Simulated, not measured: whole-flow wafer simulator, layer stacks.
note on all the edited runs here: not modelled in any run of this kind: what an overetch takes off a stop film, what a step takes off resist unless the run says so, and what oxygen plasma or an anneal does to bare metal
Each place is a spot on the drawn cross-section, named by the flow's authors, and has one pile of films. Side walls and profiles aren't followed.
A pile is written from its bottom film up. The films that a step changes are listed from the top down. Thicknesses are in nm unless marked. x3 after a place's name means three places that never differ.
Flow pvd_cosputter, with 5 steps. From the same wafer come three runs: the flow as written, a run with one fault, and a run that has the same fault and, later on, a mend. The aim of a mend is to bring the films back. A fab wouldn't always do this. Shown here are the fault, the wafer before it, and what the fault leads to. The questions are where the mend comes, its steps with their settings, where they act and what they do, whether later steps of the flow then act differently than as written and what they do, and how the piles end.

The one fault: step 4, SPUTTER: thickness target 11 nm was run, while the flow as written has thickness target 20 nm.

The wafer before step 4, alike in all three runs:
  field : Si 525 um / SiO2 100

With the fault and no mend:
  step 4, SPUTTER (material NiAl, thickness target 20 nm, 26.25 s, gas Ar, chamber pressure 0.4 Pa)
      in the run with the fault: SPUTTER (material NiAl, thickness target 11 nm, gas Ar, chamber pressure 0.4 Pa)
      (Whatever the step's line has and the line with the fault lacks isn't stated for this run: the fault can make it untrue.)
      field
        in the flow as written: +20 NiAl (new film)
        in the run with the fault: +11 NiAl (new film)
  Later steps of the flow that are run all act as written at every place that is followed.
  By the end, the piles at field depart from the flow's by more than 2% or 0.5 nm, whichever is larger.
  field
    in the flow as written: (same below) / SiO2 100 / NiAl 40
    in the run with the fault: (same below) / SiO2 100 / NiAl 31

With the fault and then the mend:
  The mend stands after step 4.
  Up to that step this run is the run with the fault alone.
  step 4a, SPUTTER (material NiAl, thickness target 9 nm, gas Ar, chamber pressure 0.4 Pa) (the flow's step 4 again, with other settings)
      field
        +9 NiAl
  Later steps of the flow that are run all act as written at every place that is followed.
  The piles end the same as the flow's at every place that both follow.
